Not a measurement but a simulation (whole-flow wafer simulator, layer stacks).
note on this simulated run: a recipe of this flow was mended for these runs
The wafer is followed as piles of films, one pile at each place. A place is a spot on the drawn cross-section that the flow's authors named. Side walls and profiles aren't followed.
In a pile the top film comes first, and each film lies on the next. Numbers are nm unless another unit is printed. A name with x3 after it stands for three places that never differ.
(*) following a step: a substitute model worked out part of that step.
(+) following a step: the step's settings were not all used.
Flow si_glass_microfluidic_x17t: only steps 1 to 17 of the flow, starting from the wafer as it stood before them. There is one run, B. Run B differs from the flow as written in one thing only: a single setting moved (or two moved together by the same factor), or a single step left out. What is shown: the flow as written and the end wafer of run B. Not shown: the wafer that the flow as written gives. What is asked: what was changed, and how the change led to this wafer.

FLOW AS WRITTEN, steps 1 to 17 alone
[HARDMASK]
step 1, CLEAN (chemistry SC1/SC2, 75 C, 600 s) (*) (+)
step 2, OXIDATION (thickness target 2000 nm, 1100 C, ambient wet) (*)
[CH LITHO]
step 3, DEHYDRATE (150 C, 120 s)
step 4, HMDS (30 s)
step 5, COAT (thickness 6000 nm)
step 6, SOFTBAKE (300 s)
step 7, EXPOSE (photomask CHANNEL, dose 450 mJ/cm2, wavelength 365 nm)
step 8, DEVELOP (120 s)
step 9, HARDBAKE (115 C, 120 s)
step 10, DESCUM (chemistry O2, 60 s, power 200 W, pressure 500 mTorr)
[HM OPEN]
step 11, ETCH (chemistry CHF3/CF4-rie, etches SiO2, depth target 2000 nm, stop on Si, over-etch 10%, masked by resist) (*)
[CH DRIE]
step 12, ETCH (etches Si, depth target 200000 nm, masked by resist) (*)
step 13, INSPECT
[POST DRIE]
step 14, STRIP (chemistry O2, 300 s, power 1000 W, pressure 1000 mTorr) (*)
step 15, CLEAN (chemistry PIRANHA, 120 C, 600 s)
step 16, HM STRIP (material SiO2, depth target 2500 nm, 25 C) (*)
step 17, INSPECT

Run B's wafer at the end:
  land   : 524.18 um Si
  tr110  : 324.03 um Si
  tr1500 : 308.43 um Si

What caused this: step 2, OXIDATION: thickness target 1850 nm was run, while the flow as written has thickness target 2000 nm.

Step by step, how the change led to this:
  step 2, OXIDATION (thickness target 2000 nm, 1100 C, ambient wet) (*)
      land, tr110, tr1500, tr15: +1850 SiO2 (new film), -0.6 chemical SiO2 (all of it), -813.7 Si (as written it would have been: +2000 SiO2 (new film), -0.6 chemical SiO2 (all of it), -879.7 Si)
  step 11, ETCH (chemistry CHF3/CF4-rie, etches SiO2, depth target 2000 nm, stop on Si, over-etch 10%, masked by resist) (*)
      tr110, tr1500, tr15: -1850 SiO2 (all of it), -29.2 Si (as written it would have been: -2000 SiO2 (all of it), -16.7 Si)
      land: -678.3 thick-i-line-resist (as written it would have been: -733.3 thick-i-line-resist)
  step 12, ETCH (etches Si, depth target 200000 nm, masked by resist) (*)
      tr1500: -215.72 um Si (as written it would have been: -215.73 um Si)
      tr15: -150.02 um Si (as written it would have been: -149.99 um Si)
  step 14, STRIP (chemistry O2, 300 s, power 1000 W, pressure 1000 mTorr) (*)
      land: -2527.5 thick-i-line-resist (all of it) (as written it would have been: -2472.3 thick-i-line-resist (all of it))
  step 16, HM STRIP (material SiO2, depth target 2500 nm, 25 C) (*)
      land: -1850 SiO2 (all of it) (as written it would have been: -2000 SiO2 (all of it))
